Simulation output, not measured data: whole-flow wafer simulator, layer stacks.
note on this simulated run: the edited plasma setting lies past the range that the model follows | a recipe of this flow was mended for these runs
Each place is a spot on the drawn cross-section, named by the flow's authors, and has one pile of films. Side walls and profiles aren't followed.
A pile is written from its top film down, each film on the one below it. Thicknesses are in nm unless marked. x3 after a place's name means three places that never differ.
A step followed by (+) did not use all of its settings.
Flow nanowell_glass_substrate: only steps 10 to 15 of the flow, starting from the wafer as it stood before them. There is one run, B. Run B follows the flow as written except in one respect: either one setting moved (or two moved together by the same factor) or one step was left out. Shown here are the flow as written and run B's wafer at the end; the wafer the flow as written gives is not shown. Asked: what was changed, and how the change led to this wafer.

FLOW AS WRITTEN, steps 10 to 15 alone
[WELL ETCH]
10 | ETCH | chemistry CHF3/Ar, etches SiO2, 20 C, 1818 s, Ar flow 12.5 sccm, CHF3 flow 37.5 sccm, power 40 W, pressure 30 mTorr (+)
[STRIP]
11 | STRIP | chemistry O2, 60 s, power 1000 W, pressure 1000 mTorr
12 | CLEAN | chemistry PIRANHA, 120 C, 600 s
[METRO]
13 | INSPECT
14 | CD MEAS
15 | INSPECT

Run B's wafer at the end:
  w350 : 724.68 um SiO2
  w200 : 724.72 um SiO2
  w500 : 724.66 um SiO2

The reason: step 10, ETCH: pressure 40.8 mTorr was run, though the flow has pressure 30 mTorr.

Step by step, how the change led to this:
  10 | ETCH | chemistry CHF3/Ar, etches SiO2, 20 C, 1818 s, Ar flow 12.5 sccm, CHF3 flow 37.5 sccm, power 40 W, pressure 30 mTorr (+)
      land: UV-NIL-ACRYLATE loses 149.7 (it would be, as written: UV-NIL-ACRYLATE loses 156.2)
      w350: SiO2 loses 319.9 (it would be, as written: SiO2 loses 300)
      (also at 3 further places)
  11 | STRIP | chemistry O2, 60 s, power 1000 W, pressure 1000 mTorr
      land: UV-NIL-ACRYLATE loses 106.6 (all of it) (it would be, as written: UV-NIL-ACRYLATE loses 100.2 (all of it))
